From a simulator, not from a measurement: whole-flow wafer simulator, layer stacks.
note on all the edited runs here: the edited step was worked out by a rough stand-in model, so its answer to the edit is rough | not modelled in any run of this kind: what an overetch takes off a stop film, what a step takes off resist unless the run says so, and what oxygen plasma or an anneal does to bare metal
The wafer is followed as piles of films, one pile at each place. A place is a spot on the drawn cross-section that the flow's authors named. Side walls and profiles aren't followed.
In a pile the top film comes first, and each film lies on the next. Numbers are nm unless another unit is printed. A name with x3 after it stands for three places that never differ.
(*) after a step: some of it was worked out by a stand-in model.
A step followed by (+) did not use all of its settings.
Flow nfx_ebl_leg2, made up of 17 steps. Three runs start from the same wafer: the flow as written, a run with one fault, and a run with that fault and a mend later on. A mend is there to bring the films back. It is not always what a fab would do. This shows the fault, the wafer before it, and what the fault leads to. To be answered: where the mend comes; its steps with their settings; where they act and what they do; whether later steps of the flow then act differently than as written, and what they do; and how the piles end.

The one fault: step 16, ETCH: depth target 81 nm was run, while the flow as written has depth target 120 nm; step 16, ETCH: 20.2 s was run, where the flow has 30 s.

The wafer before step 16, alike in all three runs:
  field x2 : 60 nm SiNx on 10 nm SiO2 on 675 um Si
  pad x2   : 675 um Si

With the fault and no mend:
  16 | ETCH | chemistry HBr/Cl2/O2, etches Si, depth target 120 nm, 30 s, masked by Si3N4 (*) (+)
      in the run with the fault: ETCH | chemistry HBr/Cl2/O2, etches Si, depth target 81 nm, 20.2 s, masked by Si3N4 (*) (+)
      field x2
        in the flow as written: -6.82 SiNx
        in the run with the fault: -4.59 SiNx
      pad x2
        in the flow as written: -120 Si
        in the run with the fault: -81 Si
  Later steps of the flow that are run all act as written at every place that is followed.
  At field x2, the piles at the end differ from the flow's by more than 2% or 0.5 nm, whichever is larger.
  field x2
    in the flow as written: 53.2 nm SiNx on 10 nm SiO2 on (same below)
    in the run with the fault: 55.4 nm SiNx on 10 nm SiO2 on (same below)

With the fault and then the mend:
  The mend stands after step 17.
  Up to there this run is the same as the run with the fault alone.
  17a | ETCH | chemistry HBr/Cl2/O2, etches Si, depth target 39 nm, 9.75 s, masked by Si3N4 (*) (+) (the flow's step 16, run once more with other settings)
      field x2
        -2.22 SiNx
      pad x2
        -39 Si
  Later steps of the flow that are run all act as written at every place that is followed.
  The piles end the same as the flow's at every place that both follow.
